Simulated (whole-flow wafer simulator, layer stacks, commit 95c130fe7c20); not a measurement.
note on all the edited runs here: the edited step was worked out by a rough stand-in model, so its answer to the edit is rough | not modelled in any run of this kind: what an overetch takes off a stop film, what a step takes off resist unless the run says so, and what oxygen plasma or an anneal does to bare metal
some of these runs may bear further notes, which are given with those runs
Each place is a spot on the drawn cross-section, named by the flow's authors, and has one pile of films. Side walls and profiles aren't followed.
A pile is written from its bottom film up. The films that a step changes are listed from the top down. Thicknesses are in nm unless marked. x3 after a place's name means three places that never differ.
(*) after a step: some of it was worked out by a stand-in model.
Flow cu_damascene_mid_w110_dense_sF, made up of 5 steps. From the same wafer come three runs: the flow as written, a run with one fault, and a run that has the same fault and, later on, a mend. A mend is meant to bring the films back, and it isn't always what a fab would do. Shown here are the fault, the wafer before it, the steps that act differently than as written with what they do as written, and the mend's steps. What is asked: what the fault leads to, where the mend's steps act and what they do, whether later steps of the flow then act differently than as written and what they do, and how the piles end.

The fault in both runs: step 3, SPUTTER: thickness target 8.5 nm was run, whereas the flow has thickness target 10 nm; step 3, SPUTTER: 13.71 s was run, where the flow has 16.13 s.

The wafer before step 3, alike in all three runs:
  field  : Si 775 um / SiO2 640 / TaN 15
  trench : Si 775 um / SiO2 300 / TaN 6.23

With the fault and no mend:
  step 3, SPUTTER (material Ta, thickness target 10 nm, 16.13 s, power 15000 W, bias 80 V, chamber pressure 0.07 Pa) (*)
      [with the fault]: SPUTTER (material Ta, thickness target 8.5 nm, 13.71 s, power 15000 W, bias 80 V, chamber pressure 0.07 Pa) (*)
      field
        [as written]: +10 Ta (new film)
        [with the fault]: +8.5 Ta (new film)
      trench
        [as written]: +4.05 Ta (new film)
        [with the fault]: +3.44 Ta (new film)
  None of the later steps of the flow differs from how it acts as written, at any place that is followed, by more than 2% or 0.5 nm, whichever is larger.
  By the end, the piles at field, trench depart from the flow's by more than 2% or 0.5 nm, whichever is larger.
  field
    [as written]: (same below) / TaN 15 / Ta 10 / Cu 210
    [with the fault]: (same below) / TaN 15 / Ta 8.5 / Cu 210
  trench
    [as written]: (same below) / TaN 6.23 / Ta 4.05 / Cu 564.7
    [with the fault]: (same below) / TaN 6.23 / Ta 3.44 / Cu 563.8

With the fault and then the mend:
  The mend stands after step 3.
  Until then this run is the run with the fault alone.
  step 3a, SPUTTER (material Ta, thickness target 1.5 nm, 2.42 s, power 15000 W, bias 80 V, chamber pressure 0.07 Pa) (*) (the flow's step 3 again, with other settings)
      field
        +1.5 Ta
      trench
        +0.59 Ta
  None of the later steps of the flow acts differently than as written at any place that is followed.
  When the end is reached, the piles differ only a little from the flow's at the places that both follow, at most by 2% or 0.5 nm, whichever is larger.
